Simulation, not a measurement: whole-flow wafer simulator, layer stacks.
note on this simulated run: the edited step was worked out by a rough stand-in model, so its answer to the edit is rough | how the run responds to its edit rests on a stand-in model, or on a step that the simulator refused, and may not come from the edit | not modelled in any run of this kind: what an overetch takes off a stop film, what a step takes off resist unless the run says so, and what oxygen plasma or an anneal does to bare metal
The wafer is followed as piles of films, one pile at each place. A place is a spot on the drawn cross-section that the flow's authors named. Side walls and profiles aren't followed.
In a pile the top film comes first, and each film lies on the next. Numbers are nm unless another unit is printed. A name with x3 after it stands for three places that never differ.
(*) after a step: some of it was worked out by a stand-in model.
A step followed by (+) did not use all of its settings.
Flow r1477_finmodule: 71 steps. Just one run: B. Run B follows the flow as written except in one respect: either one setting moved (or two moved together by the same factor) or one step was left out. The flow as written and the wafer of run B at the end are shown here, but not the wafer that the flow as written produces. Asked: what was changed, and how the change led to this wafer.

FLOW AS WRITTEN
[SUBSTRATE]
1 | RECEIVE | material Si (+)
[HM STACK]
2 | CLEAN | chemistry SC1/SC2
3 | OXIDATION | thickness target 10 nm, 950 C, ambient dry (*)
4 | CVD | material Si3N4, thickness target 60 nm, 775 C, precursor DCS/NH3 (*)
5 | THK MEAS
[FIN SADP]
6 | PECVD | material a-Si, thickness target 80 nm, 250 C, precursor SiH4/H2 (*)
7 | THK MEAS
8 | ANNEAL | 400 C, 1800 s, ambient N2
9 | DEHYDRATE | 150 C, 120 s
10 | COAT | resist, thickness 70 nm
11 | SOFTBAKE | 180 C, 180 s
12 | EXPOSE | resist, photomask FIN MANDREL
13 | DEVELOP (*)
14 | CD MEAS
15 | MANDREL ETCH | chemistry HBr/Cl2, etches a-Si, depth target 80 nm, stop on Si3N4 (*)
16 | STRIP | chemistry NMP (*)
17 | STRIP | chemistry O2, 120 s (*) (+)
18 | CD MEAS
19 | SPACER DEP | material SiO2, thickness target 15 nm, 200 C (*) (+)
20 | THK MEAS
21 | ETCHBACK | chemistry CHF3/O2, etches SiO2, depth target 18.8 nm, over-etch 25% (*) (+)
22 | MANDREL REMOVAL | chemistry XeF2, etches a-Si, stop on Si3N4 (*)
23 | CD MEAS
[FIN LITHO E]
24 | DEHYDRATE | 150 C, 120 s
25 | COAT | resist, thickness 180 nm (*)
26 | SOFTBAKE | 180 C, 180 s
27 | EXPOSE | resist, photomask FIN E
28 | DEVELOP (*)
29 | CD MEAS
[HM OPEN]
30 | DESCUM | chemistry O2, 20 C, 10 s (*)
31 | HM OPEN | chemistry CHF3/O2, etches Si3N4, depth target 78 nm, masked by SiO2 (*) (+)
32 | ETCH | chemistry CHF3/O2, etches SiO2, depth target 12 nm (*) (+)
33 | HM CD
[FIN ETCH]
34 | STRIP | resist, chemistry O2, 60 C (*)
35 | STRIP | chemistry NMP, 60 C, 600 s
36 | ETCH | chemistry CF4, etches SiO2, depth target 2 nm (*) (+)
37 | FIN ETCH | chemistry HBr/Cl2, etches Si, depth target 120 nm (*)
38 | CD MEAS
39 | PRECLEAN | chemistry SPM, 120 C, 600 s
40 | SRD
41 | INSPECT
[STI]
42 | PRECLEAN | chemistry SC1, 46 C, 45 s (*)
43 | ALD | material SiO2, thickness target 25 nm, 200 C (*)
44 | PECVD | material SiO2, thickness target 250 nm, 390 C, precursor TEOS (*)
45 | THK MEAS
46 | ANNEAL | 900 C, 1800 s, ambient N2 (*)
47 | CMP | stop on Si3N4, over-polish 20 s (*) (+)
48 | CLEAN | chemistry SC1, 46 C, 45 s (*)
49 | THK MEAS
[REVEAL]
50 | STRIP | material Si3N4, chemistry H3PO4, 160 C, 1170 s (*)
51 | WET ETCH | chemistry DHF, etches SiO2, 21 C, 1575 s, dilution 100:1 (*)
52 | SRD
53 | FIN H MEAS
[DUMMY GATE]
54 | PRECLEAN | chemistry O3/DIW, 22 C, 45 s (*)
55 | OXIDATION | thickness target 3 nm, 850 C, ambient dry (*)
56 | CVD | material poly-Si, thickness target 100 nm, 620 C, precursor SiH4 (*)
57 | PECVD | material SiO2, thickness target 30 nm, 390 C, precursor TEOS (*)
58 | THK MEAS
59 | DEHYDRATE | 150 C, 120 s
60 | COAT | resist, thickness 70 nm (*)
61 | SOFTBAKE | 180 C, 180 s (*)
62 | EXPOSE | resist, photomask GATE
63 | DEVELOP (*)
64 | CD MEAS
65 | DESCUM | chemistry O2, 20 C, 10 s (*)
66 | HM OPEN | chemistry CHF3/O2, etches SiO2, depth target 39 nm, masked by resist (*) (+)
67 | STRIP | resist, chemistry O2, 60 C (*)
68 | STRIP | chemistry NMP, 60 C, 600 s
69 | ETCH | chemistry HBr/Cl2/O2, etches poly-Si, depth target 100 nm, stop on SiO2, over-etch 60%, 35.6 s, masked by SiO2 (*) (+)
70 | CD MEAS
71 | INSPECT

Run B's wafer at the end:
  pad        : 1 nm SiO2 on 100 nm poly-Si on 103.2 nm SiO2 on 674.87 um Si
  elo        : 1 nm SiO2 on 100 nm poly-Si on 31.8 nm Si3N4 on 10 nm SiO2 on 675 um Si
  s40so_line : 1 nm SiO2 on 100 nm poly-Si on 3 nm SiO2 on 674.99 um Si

The reason: step 57, PECVD: thickness target 45.3 nm was run, whereas the flow has thickness target 30 nm.

How this came from the change, step by step:
  57 | PECVD | material SiO2, thickness target 30 nm, 390 C, precursor TEOS (*)
      pad, padg, elg and 33 more: +45.3 SiO2 (new film) (in the flow as written it would be: +30 SiO2 (new film))
  66 | HM OPEN | chemistry CHF3/O2, etches SiO2, depth target 39 nm, masked by resist (*) (+)
      pad, elo, eso and 15 more: -39 SiO2 (in the flow as written it would be: -30 SiO2 (all of it), -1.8 poly-Si)
  67 | STRIP | resist, chemistry O2, 60 C (*)
      pad, elo, eso and 15 more: nothing (in the flow as written it would be: +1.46 chemical SiO2 (new film), -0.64 poly-Si)
  69 | ETCH | chemistry HBr/Cl2/O2, etches poly-Si, depth target 100 nm, stop on SiO2, over-etch 60%, 35.6 s, masked by SiO2 (*) (+)
      pad, eso, e40so and 8 more: -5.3 SiO2 (in the flow as written it would be: -1.46 chemical SiO2 (all of it), -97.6 poly-Si (all of it), -0.42 SiO2)
      elo, e40lo, e100lo, e200lo: -5.3 SiO2 (in the flow as written it would be: -1.46 chemical SiO2 (all of it), -97.6 poly-Si (all of it), -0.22 Si3N4)
      (also at 3 further places)
